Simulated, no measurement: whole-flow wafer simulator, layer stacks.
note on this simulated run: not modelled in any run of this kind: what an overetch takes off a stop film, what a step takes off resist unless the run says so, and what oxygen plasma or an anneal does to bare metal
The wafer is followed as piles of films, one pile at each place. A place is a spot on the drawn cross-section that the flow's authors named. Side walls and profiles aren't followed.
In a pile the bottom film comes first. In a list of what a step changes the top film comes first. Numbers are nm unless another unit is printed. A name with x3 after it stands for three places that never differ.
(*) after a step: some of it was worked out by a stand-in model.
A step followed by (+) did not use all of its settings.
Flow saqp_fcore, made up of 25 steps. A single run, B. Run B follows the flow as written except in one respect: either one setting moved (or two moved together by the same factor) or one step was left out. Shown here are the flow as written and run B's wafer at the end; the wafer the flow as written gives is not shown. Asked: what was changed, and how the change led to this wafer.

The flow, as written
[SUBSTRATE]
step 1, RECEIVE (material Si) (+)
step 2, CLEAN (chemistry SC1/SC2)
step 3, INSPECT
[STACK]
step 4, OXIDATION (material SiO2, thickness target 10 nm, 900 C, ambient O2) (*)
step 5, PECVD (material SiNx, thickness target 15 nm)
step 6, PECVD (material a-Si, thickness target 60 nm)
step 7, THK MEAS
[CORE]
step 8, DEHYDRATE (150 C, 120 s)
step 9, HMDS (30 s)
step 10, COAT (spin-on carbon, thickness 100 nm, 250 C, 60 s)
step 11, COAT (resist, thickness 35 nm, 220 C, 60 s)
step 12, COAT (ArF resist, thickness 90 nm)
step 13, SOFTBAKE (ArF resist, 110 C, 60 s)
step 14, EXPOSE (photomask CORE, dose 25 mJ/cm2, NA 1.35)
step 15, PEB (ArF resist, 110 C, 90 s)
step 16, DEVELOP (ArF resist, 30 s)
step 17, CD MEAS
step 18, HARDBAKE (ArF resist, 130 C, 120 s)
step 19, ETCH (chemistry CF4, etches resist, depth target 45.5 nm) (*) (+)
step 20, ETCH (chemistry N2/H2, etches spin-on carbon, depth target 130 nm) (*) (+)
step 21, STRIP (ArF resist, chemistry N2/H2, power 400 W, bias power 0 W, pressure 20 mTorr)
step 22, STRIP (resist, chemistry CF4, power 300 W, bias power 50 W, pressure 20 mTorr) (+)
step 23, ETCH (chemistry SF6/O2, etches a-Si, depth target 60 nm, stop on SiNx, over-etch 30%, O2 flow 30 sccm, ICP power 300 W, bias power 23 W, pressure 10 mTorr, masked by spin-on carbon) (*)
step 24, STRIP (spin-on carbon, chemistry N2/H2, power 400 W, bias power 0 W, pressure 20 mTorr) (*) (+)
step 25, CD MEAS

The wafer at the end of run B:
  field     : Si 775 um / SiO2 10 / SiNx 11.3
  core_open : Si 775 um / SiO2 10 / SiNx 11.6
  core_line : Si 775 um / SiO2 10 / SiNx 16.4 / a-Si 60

The reason: step 5, PECVD: thickness target 16.4 nm was run, though the flow has thickness target 15 nm.
One can read it off the wafer: core_line has SiNx 16.4, and step 5 as written asks for 15 nm.

The path from the change to this, step by step:
  step 5, PECVD (material SiNx, thickness target 15 nm)
      field, core_open, core_line: SiNx gains 16.4 (new film) (in the flow as written it would be: SiNx gains 15 (new film))
